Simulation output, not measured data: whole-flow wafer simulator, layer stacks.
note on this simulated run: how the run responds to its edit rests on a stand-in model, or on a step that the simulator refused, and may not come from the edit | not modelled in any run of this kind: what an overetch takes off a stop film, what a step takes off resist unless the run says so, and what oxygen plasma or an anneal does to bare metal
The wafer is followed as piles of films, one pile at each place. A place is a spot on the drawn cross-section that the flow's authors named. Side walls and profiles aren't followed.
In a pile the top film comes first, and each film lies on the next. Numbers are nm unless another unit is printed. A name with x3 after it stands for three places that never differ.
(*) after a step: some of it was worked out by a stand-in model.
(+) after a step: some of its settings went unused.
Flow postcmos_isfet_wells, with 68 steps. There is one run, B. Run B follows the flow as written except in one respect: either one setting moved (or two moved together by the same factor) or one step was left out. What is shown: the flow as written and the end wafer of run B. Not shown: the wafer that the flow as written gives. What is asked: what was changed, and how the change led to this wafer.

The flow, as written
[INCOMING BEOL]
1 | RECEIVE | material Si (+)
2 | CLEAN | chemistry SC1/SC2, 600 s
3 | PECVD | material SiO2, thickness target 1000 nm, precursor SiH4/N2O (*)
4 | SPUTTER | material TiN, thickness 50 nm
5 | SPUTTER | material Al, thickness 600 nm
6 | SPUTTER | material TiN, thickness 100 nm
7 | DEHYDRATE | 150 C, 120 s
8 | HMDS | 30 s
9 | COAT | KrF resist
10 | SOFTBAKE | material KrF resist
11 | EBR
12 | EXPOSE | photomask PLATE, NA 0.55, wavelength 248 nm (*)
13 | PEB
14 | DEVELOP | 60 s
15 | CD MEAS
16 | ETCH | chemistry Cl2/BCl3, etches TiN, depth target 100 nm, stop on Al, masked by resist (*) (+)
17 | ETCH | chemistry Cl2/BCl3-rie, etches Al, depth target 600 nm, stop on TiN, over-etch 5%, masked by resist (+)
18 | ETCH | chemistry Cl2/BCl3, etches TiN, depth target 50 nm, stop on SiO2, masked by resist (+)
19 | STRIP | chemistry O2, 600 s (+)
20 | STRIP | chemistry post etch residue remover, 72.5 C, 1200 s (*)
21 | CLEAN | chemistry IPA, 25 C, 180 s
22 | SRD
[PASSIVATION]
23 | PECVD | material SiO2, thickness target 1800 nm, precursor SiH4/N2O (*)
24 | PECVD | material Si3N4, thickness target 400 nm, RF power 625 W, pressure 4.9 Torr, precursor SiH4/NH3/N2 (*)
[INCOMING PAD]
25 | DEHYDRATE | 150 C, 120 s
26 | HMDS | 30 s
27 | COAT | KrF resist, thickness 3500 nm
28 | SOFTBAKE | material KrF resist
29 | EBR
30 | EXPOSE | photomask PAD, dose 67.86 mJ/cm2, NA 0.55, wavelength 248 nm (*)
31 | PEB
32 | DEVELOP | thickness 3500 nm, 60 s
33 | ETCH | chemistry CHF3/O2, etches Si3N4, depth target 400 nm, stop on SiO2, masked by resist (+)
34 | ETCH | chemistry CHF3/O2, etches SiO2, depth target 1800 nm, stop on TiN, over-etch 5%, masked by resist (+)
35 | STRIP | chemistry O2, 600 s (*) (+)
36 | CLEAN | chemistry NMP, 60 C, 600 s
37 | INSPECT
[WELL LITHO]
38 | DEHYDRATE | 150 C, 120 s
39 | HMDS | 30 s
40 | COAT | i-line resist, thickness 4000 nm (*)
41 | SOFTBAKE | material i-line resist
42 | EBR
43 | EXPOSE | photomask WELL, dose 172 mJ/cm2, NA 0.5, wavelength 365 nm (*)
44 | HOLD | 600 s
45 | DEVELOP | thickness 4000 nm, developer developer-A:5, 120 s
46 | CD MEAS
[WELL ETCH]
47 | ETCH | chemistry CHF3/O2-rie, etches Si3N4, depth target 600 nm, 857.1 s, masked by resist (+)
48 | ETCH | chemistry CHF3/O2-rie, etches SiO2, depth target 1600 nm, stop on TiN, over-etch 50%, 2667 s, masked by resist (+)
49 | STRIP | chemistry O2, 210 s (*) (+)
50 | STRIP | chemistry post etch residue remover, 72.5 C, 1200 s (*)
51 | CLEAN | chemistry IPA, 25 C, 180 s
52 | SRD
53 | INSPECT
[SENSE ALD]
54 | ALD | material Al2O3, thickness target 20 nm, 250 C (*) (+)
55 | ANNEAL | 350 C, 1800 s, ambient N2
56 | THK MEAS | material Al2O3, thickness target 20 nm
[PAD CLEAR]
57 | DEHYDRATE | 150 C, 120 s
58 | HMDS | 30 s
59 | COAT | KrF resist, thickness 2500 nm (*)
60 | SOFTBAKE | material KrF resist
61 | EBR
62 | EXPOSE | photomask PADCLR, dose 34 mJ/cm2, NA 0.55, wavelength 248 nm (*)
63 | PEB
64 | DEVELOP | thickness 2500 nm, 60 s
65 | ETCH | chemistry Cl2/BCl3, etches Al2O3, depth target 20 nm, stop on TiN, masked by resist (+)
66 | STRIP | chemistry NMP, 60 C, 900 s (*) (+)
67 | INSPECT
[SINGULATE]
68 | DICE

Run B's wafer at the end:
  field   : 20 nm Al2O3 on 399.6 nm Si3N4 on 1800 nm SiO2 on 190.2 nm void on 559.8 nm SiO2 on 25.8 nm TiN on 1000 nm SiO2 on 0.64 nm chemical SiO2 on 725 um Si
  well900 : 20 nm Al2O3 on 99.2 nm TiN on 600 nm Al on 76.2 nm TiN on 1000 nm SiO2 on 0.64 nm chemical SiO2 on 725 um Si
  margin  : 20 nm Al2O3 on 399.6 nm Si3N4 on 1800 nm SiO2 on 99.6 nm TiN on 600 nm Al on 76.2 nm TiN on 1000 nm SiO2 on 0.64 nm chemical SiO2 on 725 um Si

Cause: step 4, SPUTTER: thickness 76.2 nm was run, while the flow as written has thickness 50 nm.
One can read it off the wafer: well900 has TiN 76.2, and step 4 as written asks for 50 nm.

How this came from the change, step by step:
  4 | SPUTTER | material TiN, thickness 50 nm
      field, margin, well900, well1300 x3, pad_rim, pad_clr, pad_open: TiN gains 76.2 (new film) (in the flow as written it would be: TiN gains 50 (new film))
  18 | ETCH | chemistry Cl2/BCl3, etches TiN, depth target 50 nm, stop on SiO2, masked by resist (+)
      field: TiN loses 50 (in the flow as written it would be: TiN loses 50 (all of it))
  23 | PECVD | material SiO2, thickness target 1800 nm, precursor SiH4/N2O (*)
      field: SiO2 gains 1800 (new film), void gains 190.2 (new film), SiO2 gains 559.8 (new film) (in the flow as written it would be: SiO2 gains 1800 (new film), void gains 189.9 (new film), SiO2 gains 559.7)
If metal films that touch count as one body, field has 1 body; the flow as written gives 0 bodies.
